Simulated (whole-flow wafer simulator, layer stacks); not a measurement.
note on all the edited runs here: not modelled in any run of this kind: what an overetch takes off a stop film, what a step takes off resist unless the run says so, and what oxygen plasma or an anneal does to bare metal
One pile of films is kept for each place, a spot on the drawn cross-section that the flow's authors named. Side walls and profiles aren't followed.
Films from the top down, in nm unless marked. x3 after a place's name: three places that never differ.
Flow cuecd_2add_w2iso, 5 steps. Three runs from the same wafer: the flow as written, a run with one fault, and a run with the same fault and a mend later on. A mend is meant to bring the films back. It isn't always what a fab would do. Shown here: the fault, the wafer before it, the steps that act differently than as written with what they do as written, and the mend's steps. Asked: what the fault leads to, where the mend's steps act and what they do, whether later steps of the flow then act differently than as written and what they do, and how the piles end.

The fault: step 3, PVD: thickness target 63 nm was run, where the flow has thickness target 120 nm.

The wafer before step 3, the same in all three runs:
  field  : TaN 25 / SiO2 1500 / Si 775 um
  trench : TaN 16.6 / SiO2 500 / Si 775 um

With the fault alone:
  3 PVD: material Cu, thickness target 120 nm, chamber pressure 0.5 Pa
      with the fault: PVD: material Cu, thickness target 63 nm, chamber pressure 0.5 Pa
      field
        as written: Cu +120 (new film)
        with the fault: Cu +63 (new film)
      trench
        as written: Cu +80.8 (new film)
        with the fault: Cu +42.6 (new film)
  No later step of the flow acts differently than as written, at any place that is followed, by more than 2% or 0.5 nm, whichever is larger.
  At the end the piles differ from the flow's by more than 2% or 0.5 nm, whichever is larger, at field, trench.
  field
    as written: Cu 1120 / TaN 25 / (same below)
    with the fault: Cu 1063 / TaN 25 / (same below)
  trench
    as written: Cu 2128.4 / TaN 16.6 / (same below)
    with the fault: Cu 2071.4 / TaN 16.6 / (same below)

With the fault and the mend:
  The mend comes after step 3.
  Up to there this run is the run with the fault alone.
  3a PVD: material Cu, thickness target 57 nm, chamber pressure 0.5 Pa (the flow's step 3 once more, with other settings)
      field
        Cu +57
      trench
        Cu +37.8
  No later step of the flow acts differently than as written, at any place that is followed, by more than 2% or 0.5 nm, whichever is larger.
  At the end the piles are the same as the flow's at every place that both follow.
